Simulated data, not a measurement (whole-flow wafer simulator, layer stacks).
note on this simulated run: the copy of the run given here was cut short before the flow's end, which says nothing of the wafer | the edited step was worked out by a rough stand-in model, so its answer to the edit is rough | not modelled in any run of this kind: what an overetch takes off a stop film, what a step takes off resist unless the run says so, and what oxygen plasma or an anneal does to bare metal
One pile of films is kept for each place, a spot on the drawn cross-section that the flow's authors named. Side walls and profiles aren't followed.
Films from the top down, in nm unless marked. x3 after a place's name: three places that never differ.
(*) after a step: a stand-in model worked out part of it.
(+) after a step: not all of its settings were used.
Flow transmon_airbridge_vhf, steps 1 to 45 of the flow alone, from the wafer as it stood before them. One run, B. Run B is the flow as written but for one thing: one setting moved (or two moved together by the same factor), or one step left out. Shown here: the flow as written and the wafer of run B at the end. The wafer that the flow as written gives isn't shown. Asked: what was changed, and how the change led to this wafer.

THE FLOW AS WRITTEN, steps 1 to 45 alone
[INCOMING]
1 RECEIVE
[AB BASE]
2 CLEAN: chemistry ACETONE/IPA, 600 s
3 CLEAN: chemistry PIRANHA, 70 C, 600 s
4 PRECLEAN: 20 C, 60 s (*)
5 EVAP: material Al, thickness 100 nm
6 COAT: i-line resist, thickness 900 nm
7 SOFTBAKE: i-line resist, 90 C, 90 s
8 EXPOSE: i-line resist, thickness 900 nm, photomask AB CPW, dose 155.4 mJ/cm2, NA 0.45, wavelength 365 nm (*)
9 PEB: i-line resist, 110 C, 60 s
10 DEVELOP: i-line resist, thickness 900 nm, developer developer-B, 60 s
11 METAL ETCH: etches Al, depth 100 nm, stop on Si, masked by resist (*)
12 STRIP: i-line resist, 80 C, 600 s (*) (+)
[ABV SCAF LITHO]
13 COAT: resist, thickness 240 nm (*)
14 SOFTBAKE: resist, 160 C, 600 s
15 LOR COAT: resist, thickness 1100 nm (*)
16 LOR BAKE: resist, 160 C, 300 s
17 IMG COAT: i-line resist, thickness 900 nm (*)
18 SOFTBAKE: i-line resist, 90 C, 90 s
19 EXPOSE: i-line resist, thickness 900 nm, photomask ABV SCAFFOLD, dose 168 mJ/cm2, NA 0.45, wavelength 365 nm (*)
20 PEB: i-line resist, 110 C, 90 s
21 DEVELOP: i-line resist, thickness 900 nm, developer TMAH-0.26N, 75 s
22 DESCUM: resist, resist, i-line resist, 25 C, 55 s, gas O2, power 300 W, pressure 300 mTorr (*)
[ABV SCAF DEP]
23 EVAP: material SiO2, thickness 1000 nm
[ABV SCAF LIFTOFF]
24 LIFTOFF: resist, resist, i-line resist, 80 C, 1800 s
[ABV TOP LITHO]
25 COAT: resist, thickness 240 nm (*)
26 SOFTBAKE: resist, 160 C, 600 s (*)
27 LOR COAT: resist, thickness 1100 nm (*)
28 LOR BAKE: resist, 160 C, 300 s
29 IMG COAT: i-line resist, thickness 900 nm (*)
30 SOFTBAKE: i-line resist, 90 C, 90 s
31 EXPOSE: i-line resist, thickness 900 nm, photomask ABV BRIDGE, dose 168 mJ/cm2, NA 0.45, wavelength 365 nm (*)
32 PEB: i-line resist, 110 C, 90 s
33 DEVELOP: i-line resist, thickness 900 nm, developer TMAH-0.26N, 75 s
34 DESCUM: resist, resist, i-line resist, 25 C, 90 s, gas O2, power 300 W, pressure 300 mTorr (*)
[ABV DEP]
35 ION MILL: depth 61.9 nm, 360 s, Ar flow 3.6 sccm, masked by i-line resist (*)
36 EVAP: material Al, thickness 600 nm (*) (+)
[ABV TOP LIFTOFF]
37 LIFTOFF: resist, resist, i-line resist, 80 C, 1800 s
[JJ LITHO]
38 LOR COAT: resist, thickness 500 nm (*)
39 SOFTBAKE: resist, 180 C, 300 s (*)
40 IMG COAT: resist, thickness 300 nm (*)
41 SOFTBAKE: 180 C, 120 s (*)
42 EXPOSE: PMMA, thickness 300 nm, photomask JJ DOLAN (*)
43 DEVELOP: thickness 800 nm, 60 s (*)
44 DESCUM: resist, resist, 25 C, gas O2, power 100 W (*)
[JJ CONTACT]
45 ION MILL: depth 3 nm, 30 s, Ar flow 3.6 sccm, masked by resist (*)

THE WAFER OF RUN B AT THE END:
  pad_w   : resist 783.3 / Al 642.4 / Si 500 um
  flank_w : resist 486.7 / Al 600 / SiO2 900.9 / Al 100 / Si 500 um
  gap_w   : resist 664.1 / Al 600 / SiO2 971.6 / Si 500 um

The cause: step 35, ION MILL: depth 48.9 nm was run, where the flow has depth 61.9 nm; step 35, ION MILL: 284 s was run, where the flow has 360 s.

How the change led to this, step by step:
  35 ION MILL: depth 61.9 nm, 360 s, Ar flow 3.6 sccm, masked by i-line resist (*)
      field x3, jj_line, ground_far, trace_open_s x2, margin_s, margin_n: i-line resist -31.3 (as written it would be: i-line resist -39.7)
      flank_w, gap_w, cpw_trace, gap_e, flank_e, bridge_strip: SiO2 -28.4 (as written it would be: SiO2 -36)
      (and at 2 more places)
  37 LIFTOFF: resist, resist, i-line resist, 80 C, 1800 s
      margin_s, margin_n: Al -600 (all of it), i-line resist -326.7 (all of it), resist -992 (all of it) (as written it would be: Al -600 (all of it), i-line resist -318.3 (all of it), resist -992 (all of it))
